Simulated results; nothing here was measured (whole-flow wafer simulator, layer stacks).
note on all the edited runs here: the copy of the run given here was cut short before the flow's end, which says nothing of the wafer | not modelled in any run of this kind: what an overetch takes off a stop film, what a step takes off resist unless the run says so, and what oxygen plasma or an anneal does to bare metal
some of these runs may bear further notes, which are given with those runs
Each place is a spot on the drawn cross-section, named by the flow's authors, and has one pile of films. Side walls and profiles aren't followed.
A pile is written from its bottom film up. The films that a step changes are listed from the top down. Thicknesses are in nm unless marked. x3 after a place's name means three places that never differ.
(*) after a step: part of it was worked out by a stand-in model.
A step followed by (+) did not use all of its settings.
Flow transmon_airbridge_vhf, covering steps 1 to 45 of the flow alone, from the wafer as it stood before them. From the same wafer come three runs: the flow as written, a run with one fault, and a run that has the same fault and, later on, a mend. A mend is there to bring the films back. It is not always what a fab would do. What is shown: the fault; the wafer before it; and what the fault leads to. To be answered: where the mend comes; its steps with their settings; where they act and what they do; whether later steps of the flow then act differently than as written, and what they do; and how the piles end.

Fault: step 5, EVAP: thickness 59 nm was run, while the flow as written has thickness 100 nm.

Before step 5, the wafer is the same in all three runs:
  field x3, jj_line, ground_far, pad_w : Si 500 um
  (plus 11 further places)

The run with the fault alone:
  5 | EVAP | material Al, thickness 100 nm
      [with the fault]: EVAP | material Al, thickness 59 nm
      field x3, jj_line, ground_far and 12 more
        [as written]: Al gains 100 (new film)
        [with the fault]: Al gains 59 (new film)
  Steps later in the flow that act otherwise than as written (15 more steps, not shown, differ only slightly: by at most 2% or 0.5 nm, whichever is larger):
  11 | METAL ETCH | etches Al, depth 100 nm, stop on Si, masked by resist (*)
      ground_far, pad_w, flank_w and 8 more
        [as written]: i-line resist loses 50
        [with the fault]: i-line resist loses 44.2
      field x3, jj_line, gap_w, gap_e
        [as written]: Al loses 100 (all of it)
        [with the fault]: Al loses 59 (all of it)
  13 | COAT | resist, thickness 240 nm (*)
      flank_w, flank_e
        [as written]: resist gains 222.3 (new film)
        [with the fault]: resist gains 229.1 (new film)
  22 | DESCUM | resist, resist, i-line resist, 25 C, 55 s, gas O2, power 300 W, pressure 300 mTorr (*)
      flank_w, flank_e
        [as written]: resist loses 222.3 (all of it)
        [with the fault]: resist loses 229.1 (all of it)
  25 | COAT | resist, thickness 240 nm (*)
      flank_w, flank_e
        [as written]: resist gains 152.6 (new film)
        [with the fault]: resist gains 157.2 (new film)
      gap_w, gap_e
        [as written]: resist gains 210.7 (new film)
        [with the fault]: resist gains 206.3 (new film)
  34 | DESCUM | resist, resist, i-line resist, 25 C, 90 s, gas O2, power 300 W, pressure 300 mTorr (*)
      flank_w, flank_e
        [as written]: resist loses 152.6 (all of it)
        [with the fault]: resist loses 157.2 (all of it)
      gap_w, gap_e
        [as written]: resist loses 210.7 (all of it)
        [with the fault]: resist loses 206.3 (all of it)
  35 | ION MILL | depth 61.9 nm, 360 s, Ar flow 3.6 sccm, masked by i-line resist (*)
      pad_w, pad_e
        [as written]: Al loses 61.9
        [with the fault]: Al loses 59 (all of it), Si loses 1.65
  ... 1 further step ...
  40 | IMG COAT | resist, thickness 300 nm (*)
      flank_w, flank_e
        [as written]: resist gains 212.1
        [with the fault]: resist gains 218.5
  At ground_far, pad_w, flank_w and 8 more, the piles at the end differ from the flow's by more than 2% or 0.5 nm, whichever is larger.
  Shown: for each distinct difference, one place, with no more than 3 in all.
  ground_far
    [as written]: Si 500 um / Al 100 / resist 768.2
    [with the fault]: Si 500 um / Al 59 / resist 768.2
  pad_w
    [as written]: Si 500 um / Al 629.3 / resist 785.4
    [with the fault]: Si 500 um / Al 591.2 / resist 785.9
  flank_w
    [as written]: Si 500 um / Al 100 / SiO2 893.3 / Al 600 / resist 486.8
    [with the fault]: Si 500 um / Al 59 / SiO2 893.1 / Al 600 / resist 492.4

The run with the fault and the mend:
  The mend follows step 10.
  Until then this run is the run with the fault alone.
  10a | STRIP | i-line resist, 80 C, 600 s (+)
      ground_far, pad_w, flank_w and 8 more
        i-line resist loses 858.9 (all of it)
  10b | EVAP | material Al, thickness 41 nm (the flow's step 5, run once more with other settings)
      field x3, jj_line, ground_far and 12 more
        Al gains 41
  10c | COAT | i-line resist, thickness 900 nm (the flow's step 6, run once more)
      field x3, jj_line, ground_far and 12 more
        i-line resist gains 900 (new film)
  10d | SOFTBAKE | i-line resist, 90 C, 90 s (the flow's step 7, run once more)
      does not change any film at any place that is followed
  10e | EXPOSE | i-line resist, thickness 900 nm, photomask AB CPW, dose 155.4 mJ/cm2, NA 0.45, wavelength 365 nm (*) (the flow's step 8, run once more)
      does not change any film at any place that is followed
  10f | PEB | i-line resist, 110 C, 60 s (the flow's step 9, run once more)
      field x3, jj_line, ground_far and 12 more
        i-line resist loses 41
  10g | DEVELOP | i-line resist, thickness 900 nm, developer developer-B, 60 s (the flow's step 10, run once more)
      ground_far, pad_w, flank_w and 8 more
        i-line resist loses 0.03
      field x3, jj_line, gap_w, gap_e
        i-line resist loses 859 (all of it)
  Every later step of the flow that is run acts as written at every place that is followed.
  The piles end the same as the flow's at every place that both follow.
